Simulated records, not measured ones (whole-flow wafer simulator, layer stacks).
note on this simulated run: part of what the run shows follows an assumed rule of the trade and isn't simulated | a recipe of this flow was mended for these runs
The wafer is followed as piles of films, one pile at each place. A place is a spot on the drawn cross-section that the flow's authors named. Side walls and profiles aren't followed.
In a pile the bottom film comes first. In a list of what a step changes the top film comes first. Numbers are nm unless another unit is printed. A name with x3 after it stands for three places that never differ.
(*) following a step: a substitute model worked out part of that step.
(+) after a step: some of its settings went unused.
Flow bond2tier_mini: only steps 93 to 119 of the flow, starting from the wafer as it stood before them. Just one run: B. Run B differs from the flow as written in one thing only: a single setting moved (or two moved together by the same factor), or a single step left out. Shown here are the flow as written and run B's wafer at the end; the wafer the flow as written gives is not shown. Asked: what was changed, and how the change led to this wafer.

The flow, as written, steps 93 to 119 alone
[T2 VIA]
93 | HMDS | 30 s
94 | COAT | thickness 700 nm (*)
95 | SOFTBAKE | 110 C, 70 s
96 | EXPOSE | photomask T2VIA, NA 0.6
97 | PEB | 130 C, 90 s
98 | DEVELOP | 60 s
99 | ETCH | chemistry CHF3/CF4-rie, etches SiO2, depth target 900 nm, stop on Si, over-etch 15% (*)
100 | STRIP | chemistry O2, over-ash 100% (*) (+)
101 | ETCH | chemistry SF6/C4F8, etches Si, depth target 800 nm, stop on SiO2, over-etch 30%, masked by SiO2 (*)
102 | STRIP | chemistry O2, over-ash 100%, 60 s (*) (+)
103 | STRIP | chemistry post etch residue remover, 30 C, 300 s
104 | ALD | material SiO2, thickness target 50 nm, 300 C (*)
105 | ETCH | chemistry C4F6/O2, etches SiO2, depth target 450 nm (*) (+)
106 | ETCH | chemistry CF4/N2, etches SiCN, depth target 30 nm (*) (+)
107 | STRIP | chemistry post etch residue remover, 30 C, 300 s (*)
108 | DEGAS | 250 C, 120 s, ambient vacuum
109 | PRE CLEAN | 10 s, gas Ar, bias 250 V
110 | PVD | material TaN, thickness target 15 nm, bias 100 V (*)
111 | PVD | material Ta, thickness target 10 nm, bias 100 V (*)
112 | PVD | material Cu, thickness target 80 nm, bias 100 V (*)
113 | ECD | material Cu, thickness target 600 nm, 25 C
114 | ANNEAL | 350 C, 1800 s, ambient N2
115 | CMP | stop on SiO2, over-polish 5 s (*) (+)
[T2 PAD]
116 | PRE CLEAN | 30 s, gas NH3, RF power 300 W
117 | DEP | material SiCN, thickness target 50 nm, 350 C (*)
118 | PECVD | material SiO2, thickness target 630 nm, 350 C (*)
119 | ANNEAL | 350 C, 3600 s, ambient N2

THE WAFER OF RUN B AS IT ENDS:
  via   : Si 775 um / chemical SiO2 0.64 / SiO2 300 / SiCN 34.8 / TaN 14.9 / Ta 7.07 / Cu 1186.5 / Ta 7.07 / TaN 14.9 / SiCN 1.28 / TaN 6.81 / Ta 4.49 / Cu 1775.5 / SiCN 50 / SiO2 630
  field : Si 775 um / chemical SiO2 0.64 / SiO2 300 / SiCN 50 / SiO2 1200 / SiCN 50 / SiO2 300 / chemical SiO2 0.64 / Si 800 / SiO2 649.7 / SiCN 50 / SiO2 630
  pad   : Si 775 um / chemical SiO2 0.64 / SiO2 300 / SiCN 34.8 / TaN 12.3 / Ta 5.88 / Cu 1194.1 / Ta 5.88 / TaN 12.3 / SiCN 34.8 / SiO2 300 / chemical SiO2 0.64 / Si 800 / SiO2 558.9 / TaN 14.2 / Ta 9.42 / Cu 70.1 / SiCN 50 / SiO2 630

The reason: step 105, ETCH: depth target 357.8 nm was run, while the flow as written has depth target 450 nm.

The path from the change to this, step by step:
  105 | ETCH | chemistry C4F6/O2, etches SiO2, depth target 450 nm (*) (+)
      field, pad: SiO2 loses 357.8 (in the flow as written it would be: SiO2 loses 450)
      via: SiO2 loses 348.1 (all of it), SiCN loses 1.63 (in the flow as written it would be: SiO2 loses 348.1 (all of it), SiCN loses 17.2)
  106 | ETCH | chemistry CF4/N2, etches SiCN, depth target 30 nm (*) (+)
      via: SiCN loses 30 (in the flow as written it would be: SiCN loses 17.6 (all of it), TaN loses 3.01)
  109 | PRE CLEAN | 10 s, gas Ar, bias 250 V
      via: SiCN loses 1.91 (in the flow as written it would be: TaN loses 3.19)
  110 | PVD | material TaN, thickness target 15 nm, bias 100 V (*)
      via: TaN gains 6.81 (new film) (in the flow as written it would be: TaN gains 6.94)
  112 | PVD | material Cu, thickness target 80 nm, bias 100 V (*)
      via: Cu gains 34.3 (new film) (in the flow as written it would be: Cu gains 35 (new film))
  113 | ECD | material Cu, thickness target 600 nm, 25 C
      via: Cu gains 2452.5 (in the flow as written it would be: Cu gains 2367)
With metal films that touch counted as one body, via has 2 bodies (between them, from the top down: SiCN 1.28); the flow as written gives 1 body.
